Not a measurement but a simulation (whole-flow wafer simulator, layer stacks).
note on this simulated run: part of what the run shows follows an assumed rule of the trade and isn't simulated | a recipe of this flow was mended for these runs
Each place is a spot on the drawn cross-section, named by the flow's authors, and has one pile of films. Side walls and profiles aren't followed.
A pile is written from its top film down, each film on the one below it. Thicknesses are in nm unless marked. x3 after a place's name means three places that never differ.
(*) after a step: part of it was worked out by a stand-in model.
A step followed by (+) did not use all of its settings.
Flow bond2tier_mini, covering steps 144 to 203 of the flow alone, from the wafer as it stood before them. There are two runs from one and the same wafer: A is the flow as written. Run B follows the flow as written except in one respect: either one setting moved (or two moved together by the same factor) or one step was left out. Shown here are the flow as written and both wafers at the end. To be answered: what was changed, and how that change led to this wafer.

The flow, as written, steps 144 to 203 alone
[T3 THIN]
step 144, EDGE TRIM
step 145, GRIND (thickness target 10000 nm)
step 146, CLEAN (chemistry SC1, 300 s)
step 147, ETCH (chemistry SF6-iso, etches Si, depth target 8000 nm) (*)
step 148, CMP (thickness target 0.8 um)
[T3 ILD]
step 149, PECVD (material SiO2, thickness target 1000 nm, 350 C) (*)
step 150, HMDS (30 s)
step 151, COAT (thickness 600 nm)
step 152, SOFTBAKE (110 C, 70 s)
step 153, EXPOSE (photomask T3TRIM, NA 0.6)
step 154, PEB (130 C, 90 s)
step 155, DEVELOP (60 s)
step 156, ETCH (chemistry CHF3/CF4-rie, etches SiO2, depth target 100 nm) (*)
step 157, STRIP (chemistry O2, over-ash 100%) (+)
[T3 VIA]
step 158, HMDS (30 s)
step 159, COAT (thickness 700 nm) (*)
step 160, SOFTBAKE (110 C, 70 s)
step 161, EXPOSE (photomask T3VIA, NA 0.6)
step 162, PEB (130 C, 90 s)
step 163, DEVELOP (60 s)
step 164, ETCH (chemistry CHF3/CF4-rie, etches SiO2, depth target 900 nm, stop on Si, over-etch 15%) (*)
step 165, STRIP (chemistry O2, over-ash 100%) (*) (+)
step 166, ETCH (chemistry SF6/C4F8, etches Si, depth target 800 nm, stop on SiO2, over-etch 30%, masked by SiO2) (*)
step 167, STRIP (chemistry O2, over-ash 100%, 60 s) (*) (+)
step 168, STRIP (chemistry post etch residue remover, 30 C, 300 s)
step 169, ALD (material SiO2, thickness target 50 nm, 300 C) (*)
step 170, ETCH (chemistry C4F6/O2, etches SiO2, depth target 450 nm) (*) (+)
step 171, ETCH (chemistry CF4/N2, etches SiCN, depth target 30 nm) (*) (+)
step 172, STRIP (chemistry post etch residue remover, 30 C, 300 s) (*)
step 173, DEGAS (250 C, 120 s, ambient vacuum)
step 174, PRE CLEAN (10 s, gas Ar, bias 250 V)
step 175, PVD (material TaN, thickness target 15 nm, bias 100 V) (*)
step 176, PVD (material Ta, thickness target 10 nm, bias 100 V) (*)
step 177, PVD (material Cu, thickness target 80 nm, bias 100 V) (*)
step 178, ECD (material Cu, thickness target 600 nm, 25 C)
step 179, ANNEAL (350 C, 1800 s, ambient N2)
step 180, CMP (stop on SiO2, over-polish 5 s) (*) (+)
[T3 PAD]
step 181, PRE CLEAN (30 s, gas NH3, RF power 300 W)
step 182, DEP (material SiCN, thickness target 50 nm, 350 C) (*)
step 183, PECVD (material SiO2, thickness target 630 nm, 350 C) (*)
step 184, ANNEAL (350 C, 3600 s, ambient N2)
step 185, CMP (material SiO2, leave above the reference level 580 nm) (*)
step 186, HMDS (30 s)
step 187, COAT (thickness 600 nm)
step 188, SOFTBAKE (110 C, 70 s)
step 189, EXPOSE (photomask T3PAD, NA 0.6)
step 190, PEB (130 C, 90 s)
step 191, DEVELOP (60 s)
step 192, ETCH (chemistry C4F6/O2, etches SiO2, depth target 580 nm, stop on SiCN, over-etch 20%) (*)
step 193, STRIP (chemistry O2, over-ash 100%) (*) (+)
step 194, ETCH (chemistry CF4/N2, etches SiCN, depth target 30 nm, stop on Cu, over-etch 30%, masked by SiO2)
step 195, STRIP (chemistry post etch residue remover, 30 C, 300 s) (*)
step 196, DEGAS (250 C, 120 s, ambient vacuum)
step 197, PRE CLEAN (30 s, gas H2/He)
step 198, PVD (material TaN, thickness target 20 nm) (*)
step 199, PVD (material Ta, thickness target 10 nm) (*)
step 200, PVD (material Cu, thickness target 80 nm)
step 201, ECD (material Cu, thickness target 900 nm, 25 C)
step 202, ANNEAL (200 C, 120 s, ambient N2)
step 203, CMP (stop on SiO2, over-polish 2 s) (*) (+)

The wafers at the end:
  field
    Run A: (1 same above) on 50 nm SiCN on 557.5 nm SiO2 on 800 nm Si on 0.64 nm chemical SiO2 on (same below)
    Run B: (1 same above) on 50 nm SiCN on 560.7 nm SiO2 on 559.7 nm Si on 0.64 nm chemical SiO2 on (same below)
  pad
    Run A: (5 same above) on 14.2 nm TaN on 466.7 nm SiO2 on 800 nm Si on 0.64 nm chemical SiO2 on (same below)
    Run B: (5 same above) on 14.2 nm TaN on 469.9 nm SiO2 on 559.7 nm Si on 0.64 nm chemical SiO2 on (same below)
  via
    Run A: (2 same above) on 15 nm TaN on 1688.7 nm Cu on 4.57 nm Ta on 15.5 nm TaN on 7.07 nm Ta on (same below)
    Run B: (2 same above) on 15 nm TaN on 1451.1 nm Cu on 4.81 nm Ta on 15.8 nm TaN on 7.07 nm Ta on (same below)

The reason: step 145, GRIND: thickness target 8560 nm was run, while the flow as written has thickness target 10000 nm.

How this came from the change, step by step:
  step 145, GRIND (thickness target 10000 nm)
      field, pad, via: A -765 um Si | B -766.44 um Si
  step 148, CMP (thickness target 0.8 um)
      field, pad, via: A -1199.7 Si | B nothing
  step 166, ETCH (chemistry SF6/C4F8, etches Si, depth target 800 nm, stop on SiO2, over-etch 30%, masked by SiO2) (*)
      field, pad: A -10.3 SiO2 | B -7.13 SiO2
      via: A -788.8 Si (all of it), -0.64 chemical SiO2 (all of it), -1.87 SiO2 | B -548.5 Si (all of it), -0.64 chemical SiO2 (all of it), -4.27 SiO2
  step 177, PVD (material Cu, thickness target 80 nm, bias 100 V) (*)
      via: A +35 Cu (new film) | B +37 Cu (new film)
  step 178, ECD (material Cu, thickness target 600 nm, 25 C)
      via: A +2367 Cu | B +2127.3 Cu
